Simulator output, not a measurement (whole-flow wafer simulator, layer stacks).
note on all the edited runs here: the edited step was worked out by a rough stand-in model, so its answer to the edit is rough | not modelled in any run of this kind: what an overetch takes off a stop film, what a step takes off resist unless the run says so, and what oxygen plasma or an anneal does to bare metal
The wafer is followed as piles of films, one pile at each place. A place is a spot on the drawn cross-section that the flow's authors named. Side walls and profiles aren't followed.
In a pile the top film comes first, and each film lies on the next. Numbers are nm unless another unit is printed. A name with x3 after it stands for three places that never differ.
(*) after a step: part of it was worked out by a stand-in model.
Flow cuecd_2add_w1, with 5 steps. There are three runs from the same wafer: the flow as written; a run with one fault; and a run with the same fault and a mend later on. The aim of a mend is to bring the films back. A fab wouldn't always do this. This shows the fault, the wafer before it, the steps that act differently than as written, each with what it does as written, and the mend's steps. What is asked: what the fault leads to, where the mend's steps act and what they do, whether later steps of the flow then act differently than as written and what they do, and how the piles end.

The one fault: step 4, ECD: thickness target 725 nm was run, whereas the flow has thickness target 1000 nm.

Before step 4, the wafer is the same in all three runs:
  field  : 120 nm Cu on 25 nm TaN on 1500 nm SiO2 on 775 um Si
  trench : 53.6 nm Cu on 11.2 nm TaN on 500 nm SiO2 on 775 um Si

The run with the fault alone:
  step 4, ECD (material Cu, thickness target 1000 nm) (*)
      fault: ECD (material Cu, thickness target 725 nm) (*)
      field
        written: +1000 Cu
        fault: +725 Cu
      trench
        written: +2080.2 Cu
        fault: +1805.2 Cu
  Every later step of the flow that is run acts as written at every place that is followed.
  The piles end different from the flow's at field, trench by more than 2% or 0.5 nm, whichever is larger.
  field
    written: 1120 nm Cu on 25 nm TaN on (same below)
    fault: 845 nm Cu on 25 nm TaN on (same below)
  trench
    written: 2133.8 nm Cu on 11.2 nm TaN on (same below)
    fault: 1858.8 nm Cu on 11.2 nm TaN on (same below)

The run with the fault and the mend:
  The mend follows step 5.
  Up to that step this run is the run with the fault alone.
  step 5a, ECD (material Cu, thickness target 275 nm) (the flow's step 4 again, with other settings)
      field, trench
        +275 Cu
  Every later step of the flow that is run acts as written at every place that is followed.
  By the end, the piles equal the flow's at every place that both follow.
